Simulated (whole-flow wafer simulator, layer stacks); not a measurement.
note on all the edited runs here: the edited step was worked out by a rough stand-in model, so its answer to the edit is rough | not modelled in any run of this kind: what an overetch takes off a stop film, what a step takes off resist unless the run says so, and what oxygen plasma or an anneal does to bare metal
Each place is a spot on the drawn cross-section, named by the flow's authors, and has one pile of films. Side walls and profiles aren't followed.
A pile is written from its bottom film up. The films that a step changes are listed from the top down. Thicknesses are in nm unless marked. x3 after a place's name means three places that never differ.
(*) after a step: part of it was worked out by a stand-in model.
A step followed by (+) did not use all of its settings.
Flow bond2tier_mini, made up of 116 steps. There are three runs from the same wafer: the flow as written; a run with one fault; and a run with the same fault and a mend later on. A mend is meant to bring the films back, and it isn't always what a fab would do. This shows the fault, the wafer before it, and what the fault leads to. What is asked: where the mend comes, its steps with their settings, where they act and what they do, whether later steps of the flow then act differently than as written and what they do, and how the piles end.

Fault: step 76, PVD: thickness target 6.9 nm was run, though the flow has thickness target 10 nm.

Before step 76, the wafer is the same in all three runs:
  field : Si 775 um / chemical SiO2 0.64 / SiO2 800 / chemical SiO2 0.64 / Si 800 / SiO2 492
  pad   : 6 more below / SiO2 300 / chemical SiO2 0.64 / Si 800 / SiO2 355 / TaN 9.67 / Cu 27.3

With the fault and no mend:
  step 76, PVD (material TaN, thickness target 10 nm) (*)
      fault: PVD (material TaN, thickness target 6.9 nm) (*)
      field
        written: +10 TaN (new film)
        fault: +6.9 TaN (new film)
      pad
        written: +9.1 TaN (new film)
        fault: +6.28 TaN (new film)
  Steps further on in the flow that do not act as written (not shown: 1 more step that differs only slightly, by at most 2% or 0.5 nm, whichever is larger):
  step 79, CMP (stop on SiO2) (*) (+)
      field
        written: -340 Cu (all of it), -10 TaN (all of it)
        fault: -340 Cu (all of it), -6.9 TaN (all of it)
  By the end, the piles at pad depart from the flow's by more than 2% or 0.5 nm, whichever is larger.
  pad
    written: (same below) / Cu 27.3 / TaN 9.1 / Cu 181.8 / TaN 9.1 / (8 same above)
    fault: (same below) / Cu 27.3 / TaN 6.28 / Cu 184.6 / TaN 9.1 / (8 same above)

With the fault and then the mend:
  The mend follows step 76.
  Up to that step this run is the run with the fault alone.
  step 76a, PVD (material TaN, thickness target 3.1 nm) (*) (the flow's step 76, run once more with other settings)
      field
        +3.1 TaN
      pad
        +2.82 TaN
  Later steps of the flow that are run all act as written at every place that is followed.
  The piles end the same as the flow's at every place that both follow.
